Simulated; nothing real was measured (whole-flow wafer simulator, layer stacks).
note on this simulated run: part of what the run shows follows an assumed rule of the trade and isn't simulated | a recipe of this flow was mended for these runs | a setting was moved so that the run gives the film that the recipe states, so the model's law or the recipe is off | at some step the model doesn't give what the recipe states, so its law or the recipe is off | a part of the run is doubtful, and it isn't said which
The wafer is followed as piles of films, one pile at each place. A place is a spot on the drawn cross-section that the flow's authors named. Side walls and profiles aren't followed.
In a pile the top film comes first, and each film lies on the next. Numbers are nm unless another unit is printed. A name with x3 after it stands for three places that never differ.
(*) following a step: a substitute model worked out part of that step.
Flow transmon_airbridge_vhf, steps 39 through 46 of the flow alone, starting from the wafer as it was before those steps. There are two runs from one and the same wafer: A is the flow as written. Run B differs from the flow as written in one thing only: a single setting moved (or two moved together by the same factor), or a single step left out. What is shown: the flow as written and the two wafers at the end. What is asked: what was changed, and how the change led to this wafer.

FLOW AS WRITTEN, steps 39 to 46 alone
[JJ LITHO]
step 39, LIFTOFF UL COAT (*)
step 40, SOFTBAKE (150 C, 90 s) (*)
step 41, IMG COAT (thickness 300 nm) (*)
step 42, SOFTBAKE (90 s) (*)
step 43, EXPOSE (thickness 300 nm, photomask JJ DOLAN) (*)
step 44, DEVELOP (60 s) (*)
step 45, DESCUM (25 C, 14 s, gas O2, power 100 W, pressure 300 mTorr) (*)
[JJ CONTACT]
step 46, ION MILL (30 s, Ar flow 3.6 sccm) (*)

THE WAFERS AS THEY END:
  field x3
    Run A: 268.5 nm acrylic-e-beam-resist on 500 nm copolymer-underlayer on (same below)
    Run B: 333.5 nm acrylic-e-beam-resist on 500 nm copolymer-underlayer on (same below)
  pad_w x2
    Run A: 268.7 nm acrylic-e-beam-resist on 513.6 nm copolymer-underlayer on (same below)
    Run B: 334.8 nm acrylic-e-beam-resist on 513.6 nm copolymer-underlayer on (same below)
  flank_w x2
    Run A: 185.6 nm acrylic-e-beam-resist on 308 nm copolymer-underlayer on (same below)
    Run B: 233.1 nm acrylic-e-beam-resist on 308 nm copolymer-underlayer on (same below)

The reason: step 41, IMG COAT: thickness 365 nm was run, whereas the flow has thickness 300 nm; step 43, EXPOSE: thickness 365 nm was run, where the flow has thickness 300 nm.

How this came from the change, step by step:
  step 41, IMG COAT (thickness 300 nm) (*)
      field x3, jj_line, ground_far x3: A +300 acrylic-e-beam-resist (new film) | B +365 acrylic-e-beam-resist (new film)
      pad_w x2: A +300.2 acrylic-e-beam-resist (new film) | B +366.3 acrylic-e-beam-resist (new film)
      (and at 8 other places as well)
  step 44, DEVELOP (60 s) (*)
      jj_line: A -300 acrylic-e-beam-resist (all of it), -500 copolymer-underlayer (all of it) | B -365 acrylic-e-beam-resist (all of it), -500 copolymer-underlayer (all of it)
